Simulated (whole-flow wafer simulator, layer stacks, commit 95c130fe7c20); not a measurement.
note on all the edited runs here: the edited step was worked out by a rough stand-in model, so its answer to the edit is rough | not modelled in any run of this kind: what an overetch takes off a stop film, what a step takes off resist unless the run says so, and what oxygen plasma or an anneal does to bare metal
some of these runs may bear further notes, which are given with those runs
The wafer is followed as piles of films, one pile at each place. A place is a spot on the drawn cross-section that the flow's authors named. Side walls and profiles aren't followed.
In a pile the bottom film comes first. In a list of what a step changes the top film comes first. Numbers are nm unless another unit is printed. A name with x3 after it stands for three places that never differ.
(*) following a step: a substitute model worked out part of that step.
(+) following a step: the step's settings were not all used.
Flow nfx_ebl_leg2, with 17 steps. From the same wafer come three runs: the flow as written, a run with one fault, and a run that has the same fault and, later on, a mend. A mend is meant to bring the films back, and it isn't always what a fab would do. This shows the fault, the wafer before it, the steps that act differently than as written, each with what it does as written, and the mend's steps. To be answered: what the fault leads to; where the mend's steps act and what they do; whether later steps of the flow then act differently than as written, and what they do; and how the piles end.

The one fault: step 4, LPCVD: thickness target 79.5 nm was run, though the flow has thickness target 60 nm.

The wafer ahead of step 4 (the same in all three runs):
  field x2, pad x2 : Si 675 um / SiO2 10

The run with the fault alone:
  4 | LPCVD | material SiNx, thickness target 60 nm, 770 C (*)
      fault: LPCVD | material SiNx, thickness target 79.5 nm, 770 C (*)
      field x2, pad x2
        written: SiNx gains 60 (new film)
        fault: SiNx gains 79.5 (new film)
  Later steps of the flow acting differently than as written:
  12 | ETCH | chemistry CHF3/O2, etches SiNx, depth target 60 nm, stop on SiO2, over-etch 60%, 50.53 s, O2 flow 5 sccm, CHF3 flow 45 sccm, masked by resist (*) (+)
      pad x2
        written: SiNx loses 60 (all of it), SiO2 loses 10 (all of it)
        fault: SiNx loses 79.5 (all of it), SiO2 loses 8.25
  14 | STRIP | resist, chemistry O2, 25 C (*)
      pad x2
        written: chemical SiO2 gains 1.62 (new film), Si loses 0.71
        fault: nothing
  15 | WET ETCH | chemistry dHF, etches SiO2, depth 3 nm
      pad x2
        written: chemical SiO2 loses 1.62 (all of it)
        fault: SiO2 loses 1.75 (all of it)
  By the end, the piles at field x2 depart from the flow's by more than 2% or 0.5 nm, whichever is larger.
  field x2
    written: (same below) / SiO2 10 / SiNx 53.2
    fault: (same below) / SiO2 10 / SiNx 72.7

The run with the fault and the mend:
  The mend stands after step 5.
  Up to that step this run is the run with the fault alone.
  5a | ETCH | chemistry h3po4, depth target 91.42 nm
      field x2, pad x2
        SiNx loses 79.5 (all of it)
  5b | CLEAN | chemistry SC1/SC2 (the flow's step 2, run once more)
      alters no film at any place that is followed
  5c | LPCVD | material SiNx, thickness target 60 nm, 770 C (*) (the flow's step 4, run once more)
      field x2, pad x2
        SiNx gains 60 (new film)
  None of the later steps of the flow acts differently than as written at any place that is followed.
  By the end, the piles equal the flow's at every place that both follow.
